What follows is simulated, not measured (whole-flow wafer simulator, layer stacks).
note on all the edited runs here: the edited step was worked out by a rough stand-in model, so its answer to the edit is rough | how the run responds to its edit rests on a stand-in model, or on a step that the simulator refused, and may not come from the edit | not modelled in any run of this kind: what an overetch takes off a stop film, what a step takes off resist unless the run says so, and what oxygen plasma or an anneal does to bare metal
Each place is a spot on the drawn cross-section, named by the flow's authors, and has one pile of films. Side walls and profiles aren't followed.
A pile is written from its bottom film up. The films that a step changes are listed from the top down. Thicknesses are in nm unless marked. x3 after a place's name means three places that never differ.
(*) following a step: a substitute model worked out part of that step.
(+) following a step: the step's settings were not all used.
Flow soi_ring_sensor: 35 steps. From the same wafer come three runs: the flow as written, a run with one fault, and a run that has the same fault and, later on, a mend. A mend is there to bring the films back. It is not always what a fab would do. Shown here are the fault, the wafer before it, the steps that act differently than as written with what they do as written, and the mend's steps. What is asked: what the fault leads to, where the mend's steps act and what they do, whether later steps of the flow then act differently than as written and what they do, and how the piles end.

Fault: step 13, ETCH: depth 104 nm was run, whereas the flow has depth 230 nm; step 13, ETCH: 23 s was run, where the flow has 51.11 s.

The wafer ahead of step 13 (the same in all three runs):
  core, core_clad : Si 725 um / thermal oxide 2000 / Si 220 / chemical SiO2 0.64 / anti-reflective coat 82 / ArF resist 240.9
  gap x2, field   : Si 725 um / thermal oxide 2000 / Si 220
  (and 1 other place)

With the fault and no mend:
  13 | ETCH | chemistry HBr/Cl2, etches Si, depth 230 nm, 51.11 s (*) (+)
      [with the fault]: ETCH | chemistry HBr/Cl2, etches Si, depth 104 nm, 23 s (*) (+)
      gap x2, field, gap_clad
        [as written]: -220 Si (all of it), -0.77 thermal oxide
        [with the fault]: -104 Si
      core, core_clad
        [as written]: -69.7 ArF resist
        [with the fault]: -31.4 ArF resist
  Later steps of the flow acting differently than as written (1 more step, not shown, differs only slightly: by at most 2% or 0.5 nm, whichever is larger):
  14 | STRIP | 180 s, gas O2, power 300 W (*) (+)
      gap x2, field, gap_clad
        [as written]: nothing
        [with the fault]: +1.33 chemical SiO2 (new film), -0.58 Si
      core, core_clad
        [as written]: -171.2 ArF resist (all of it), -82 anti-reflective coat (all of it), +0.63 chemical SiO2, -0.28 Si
        [with the fault]: -209.5 ArF resist (all of it), -82 anti-reflective coat (all of it), +0.62 chemical SiO2, -0.27 Si
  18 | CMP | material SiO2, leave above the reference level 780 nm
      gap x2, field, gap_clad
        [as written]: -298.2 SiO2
        [with the fault]: -415.8 SiO2
  At field, the piles at the end differ from the flow's by more than 2% or 0.5 nm, whichever is larger.
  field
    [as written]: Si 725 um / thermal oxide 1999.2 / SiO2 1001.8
    [with the fault]: Si 725 um / thermal oxide 2000 / Si 115.4 / chemical SiO2 1.33 / SiO2 884.2

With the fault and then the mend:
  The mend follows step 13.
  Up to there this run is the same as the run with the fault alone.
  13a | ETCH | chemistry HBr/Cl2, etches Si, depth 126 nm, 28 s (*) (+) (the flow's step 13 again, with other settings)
      gap x2, field, gap_clad
        -116 Si (all of it), -0.77 thermal oxide
      core, core_clad
        -38.2 ArF resist
  Every later step of the flow that is run acts as written, at every place that is followed, to within 2% or 0.5 nm, whichever is larger.
  At every place that both follow, the piles at the end match the flow's.
